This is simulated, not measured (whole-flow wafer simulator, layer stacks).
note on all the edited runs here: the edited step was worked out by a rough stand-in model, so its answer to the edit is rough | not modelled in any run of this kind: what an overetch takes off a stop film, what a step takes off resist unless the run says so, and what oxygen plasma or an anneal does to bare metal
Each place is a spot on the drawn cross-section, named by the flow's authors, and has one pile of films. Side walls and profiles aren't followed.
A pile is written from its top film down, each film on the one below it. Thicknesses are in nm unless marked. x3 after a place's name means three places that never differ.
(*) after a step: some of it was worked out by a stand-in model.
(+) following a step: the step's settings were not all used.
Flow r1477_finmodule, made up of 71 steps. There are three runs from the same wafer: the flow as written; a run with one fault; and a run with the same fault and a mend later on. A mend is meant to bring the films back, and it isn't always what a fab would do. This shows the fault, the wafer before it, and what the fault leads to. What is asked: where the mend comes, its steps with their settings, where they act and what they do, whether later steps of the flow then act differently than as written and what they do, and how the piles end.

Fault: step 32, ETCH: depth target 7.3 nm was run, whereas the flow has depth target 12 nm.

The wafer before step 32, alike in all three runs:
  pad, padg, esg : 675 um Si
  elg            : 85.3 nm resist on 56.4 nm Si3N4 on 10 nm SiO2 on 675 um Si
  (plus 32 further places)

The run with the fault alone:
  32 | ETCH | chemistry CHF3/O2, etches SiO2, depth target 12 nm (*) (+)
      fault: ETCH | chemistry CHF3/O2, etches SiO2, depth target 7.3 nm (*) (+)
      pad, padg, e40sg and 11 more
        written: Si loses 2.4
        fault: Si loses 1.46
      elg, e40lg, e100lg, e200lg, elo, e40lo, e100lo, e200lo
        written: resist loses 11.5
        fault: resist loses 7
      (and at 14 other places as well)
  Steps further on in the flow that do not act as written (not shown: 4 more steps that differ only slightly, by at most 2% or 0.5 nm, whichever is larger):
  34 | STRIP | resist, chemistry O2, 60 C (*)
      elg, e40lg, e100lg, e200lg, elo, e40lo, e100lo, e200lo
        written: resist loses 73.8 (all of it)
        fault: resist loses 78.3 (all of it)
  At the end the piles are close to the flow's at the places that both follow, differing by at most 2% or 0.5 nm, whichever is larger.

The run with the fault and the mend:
  The mend stands after step 32.
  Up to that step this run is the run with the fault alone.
  32a | ETCH | chemistry CHF3/O2, etches SiO2, depth target 4.7 nm (*) (the flow's step 32 again, with other settings)
      pad, padg, e40sg and 11 more
        Si loses 0.94
      elg, e40lg, e100lg, e200lg, elo, e40lo, e100lo, e200lo
        resist loses 4.5
      s40sg_line, s45sg_line, s50sg_line, s40so_line, s45so_line, s50so_line
        SiO2 loses 4.7
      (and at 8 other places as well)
  None of the later steps of the flow differs from how it acts as written, at any place that is followed, by more than 2% or 0.5 nm, whichever is larger.
  At the end the piles are close to the flow's at the places that both follow, differing by at most 2% or 0.5 nm, whichever is larger.
